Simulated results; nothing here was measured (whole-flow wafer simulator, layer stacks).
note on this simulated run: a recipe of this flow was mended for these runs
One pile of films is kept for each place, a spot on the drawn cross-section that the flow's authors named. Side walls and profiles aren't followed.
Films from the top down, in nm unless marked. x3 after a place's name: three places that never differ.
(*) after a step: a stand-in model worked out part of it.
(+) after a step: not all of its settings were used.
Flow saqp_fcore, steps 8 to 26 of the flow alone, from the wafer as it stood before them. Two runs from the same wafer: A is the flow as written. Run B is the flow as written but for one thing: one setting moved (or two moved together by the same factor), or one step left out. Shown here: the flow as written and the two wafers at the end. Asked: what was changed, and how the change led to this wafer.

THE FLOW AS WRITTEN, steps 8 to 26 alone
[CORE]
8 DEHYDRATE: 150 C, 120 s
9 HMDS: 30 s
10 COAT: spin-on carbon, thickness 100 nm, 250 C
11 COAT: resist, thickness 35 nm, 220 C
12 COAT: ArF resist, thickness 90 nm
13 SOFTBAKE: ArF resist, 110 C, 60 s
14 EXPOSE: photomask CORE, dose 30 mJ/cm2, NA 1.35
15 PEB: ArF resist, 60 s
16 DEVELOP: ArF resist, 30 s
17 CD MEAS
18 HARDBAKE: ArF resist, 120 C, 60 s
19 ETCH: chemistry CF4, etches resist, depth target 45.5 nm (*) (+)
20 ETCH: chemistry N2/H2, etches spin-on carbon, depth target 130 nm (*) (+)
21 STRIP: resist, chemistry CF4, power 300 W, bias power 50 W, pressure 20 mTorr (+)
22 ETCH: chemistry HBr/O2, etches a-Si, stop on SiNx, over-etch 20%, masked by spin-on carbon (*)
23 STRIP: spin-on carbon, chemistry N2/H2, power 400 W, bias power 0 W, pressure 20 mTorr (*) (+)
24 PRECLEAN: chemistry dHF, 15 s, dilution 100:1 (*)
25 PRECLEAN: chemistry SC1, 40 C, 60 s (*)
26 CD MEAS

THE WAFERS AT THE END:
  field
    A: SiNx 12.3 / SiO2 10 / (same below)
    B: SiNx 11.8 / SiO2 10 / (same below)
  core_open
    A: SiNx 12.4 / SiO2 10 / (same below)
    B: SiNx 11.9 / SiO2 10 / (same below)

The cause: step 24, PRECLEAN: 21 s was run, where the flow has 15 s.

How the change led to this, step by step:
  24 PRECLEAN: chemistry dHF, 15 s, dilution 100:1 (*)
      field, core_open: A SiNx -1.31 | B SiNx -1.84
